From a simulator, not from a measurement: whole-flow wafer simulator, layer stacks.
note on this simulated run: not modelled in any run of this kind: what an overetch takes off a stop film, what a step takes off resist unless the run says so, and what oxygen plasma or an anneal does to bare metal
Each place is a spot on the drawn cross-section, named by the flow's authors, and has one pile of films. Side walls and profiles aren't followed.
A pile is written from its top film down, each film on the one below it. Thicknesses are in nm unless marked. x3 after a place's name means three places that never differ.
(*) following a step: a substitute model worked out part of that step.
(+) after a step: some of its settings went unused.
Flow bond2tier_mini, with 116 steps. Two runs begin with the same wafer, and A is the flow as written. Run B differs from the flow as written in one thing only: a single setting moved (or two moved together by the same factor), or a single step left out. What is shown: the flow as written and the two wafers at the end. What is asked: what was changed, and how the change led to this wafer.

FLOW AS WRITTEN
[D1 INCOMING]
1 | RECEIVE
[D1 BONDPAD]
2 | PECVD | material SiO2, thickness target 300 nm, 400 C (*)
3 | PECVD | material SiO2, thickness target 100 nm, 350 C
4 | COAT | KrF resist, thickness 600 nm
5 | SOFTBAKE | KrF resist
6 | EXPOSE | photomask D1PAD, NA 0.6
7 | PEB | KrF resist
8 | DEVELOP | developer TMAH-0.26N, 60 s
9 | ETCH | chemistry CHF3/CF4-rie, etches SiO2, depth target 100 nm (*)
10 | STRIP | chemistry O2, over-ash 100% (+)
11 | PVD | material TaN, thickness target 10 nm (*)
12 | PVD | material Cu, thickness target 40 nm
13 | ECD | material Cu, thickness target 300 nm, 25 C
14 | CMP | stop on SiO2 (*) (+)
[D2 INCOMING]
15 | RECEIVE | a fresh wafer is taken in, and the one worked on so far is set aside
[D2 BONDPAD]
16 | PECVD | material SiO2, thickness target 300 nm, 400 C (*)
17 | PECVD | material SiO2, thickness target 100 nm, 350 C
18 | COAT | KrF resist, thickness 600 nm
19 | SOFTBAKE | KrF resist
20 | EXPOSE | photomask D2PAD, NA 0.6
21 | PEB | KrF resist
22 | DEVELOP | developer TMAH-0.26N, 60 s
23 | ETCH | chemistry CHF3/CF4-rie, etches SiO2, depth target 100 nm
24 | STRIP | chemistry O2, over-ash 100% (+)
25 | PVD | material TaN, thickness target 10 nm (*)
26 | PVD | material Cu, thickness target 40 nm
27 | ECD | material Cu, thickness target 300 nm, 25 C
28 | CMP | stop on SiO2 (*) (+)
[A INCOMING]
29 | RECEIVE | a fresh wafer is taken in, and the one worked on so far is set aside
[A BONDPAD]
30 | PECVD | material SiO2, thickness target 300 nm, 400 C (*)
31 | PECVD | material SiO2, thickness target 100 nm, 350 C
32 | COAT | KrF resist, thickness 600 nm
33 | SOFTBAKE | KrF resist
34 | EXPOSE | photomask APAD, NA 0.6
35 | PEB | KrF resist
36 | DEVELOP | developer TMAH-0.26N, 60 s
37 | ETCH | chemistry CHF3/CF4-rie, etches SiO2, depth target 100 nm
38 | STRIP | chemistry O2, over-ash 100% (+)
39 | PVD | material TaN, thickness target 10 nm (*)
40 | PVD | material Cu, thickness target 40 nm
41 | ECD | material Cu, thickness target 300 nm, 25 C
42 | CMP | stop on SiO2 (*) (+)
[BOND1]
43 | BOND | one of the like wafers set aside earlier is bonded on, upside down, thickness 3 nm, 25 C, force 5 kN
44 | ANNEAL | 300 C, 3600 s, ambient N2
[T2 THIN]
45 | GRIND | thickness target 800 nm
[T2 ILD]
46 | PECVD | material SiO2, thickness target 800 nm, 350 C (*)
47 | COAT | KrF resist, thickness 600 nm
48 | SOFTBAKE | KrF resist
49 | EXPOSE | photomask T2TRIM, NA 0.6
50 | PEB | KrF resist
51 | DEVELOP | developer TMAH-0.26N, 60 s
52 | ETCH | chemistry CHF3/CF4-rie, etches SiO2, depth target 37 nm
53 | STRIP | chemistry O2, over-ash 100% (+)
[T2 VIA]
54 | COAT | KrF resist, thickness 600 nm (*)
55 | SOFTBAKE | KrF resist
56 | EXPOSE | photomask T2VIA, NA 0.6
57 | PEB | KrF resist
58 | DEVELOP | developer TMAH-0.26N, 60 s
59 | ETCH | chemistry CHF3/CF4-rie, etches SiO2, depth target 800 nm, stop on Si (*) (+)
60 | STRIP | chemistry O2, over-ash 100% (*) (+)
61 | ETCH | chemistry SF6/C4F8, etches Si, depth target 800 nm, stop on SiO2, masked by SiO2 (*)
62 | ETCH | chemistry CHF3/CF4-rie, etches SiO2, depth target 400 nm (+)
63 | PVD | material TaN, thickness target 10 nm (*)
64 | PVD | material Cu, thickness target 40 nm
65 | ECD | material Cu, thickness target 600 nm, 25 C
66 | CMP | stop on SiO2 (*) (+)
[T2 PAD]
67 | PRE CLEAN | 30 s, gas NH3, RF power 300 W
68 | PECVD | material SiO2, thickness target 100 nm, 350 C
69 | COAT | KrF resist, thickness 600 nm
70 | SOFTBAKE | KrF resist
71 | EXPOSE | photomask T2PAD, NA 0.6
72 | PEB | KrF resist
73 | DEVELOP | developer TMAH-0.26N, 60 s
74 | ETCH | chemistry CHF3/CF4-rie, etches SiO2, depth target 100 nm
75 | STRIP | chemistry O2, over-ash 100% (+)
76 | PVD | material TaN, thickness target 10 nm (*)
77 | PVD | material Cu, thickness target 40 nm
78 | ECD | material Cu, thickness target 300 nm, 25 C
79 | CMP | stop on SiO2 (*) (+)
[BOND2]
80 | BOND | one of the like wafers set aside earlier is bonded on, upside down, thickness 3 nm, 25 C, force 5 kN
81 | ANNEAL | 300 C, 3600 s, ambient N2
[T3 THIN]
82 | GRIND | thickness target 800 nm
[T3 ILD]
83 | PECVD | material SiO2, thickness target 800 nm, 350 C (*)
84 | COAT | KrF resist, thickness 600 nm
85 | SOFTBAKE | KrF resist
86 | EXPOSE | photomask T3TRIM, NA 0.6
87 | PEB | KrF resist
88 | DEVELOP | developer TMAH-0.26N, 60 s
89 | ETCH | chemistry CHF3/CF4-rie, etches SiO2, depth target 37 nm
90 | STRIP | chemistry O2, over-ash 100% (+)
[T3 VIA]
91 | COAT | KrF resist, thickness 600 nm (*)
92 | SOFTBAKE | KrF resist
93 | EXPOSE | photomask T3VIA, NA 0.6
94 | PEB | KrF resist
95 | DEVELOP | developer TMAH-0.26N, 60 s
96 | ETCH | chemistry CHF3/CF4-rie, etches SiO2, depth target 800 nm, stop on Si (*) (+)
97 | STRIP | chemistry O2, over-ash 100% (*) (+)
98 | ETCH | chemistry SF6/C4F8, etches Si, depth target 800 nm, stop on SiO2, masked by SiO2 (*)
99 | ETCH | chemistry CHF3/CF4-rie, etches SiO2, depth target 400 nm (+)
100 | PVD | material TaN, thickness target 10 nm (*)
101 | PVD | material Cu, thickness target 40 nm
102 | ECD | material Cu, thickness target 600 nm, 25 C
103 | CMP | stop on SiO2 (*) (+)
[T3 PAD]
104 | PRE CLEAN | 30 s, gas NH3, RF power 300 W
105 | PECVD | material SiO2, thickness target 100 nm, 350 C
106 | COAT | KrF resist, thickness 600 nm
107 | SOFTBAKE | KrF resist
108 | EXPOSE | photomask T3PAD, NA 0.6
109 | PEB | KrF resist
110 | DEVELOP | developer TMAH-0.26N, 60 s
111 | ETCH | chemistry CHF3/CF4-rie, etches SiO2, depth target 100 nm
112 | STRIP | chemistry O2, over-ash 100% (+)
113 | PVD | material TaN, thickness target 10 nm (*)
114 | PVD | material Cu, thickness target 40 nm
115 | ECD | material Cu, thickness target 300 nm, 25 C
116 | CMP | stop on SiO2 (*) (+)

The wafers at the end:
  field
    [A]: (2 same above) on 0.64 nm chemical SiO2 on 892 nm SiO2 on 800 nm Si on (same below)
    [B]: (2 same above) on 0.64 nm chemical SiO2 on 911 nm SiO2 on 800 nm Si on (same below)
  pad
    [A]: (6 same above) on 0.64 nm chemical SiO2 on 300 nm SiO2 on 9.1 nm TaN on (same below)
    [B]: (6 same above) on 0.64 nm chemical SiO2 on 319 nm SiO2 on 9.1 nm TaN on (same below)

Cause: step 17, PECVD: thickness target 119 nm was run, though the flow has thickness target 100 nm.

How this came from the change, step by step:
  17 | PECVD | material SiO2, thickness target 100 nm, 350 C
      field, pad, via: A SiO2 gains 100 | B SiO2 gains 119
  80 | BOND | one of the like wafers set aside earlier is bonded on, upside down, thickness 3 nm, 25 C, force 5 kN
      field: A Si gains 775 um (new film), chemical SiO2 gains 0.64 (new film), SiO2 gains 400 | B Si gains 775 um (new film), chemical SiO2 gains 0.64 (new film), SiO2 gains 419
      pad: A Si gains 775 um (new film), chemical SiO2 gains 0.64 (new film), SiO2 gains 300 (new film), TaN gains 9.1 (new film), Cu gains 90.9 | B Si gains 775 um (new film), chemical SiO2 gains 0.64 (new film), SiO2 gains 319 (new film), TaN gains 9.1 (new film), Cu gains 90.9
